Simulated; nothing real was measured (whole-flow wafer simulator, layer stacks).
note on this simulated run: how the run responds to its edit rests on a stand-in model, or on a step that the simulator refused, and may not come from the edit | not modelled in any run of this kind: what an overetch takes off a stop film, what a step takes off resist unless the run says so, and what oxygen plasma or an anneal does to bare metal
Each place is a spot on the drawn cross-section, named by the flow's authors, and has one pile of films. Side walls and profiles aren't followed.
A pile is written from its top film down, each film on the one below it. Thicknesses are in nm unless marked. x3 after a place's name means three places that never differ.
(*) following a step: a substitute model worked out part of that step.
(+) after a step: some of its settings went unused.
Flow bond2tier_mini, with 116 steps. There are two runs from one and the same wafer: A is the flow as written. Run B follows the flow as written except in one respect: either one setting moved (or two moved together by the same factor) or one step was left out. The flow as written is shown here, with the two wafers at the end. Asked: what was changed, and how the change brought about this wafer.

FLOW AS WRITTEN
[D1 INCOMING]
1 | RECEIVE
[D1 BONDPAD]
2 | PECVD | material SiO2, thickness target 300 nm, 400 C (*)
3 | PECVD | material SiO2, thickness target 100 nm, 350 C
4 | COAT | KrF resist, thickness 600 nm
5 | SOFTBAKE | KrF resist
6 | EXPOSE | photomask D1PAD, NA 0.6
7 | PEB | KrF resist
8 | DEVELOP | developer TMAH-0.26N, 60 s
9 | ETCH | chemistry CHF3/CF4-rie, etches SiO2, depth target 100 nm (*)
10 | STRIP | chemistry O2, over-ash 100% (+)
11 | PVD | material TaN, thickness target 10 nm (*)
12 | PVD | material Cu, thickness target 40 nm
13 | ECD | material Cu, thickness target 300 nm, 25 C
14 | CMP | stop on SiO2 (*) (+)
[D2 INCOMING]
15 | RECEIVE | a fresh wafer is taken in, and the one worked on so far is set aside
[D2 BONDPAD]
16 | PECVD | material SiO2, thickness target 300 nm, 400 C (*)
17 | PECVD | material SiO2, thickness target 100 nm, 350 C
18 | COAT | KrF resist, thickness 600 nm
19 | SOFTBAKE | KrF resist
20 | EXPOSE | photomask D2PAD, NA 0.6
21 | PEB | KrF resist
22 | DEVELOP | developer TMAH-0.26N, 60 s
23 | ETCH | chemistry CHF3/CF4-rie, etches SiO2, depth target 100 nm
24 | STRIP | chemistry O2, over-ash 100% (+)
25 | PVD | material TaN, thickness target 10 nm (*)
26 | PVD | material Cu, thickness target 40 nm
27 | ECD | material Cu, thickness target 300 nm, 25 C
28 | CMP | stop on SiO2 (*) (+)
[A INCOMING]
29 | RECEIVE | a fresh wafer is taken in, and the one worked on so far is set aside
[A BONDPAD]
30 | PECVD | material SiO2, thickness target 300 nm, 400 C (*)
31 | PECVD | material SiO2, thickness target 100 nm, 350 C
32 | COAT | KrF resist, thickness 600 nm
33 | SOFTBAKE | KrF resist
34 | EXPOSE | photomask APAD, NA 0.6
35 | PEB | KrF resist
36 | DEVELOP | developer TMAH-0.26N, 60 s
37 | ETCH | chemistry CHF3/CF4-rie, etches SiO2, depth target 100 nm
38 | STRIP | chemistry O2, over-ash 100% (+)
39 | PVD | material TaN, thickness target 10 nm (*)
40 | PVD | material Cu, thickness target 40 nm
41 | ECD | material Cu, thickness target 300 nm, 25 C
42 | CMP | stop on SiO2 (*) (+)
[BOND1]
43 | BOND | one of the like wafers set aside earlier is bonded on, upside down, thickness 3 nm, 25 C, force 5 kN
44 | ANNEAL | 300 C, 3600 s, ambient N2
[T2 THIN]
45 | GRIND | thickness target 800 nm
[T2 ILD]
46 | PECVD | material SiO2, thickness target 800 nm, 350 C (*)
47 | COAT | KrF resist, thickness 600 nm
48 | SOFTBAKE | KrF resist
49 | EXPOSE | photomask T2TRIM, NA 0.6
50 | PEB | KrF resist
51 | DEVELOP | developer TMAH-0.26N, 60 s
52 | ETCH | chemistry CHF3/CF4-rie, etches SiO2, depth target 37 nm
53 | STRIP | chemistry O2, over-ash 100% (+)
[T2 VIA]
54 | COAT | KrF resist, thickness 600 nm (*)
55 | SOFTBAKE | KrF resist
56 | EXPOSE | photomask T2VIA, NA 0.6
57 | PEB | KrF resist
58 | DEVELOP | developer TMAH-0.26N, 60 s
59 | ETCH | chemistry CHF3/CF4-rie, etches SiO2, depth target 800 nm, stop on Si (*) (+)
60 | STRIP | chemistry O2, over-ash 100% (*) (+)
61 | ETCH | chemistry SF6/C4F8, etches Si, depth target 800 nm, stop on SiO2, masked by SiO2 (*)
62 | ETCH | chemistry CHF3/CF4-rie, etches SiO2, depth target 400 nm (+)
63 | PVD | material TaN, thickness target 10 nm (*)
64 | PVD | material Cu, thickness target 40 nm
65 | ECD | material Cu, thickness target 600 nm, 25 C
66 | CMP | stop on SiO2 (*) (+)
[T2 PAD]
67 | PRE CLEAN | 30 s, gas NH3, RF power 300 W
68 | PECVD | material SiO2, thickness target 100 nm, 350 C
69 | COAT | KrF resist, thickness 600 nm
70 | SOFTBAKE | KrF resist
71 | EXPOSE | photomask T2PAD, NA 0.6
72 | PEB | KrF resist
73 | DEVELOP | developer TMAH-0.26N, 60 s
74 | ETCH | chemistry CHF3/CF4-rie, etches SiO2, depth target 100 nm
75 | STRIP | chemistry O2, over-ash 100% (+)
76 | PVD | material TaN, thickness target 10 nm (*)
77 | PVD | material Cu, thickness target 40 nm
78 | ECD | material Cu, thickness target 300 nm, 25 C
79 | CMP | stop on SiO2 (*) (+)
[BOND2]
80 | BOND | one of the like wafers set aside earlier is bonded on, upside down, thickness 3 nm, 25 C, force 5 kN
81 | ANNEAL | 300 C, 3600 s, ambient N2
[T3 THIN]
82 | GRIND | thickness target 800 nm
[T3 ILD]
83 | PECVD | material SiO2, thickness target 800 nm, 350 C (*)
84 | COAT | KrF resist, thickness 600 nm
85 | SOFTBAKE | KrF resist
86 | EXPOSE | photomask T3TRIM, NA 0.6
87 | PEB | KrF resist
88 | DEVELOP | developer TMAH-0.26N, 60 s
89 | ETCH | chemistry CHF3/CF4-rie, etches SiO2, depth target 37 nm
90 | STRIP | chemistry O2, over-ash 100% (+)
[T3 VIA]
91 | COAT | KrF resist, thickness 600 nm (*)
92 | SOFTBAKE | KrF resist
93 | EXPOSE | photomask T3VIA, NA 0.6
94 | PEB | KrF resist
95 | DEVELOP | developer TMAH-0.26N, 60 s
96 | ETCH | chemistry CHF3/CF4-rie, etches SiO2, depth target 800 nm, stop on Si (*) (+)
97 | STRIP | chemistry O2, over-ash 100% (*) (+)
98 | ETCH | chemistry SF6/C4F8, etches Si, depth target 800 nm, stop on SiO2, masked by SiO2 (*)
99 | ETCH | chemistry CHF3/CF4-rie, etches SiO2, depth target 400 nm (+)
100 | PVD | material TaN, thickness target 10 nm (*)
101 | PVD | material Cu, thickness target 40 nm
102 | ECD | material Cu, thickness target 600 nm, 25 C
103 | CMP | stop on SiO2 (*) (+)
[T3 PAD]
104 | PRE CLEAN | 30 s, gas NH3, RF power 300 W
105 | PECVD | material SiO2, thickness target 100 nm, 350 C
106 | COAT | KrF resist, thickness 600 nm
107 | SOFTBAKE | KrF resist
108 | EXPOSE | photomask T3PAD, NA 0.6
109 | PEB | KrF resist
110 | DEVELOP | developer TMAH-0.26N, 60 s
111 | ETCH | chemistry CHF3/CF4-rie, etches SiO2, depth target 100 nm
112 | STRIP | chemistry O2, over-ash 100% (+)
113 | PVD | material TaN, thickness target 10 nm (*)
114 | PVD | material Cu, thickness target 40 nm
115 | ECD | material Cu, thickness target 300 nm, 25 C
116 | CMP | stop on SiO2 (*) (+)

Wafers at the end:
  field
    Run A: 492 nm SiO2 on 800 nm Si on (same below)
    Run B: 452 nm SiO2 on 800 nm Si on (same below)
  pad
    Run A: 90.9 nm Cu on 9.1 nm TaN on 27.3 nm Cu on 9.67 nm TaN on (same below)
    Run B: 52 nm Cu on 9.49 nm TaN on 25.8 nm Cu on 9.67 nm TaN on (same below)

Cause: step 105, PECVD: thickness target 60 nm was run, while the flow as written has thickness target 100 nm.

The path from the change to this, step by step:
  105 | PECVD | material SiO2, thickness target 100 nm, 350 C
      field: A +100 SiO2 | B +60 SiO2
      pad: A +100 SiO2 (new film) | B +60 SiO2 (new film)
  111 | ETCH | chemistry CHF3/CF4-rie, etches SiO2, depth target 100 nm
      pad: A -100 SiO2 (all of it) | B -60 SiO2 (all of it), -1.5 Cu
      field: A -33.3 KrF resist | B -30 KrF resist
  114 | PVD | material Cu, thickness target 40 nm
      pad: A +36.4 Cu (new film) | B +37.8 Cu (new film)
  115 | ECD | material Cu, thickness target 300 nm, 25 C
      pad: A +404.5 Cu | B +364.2 Cu
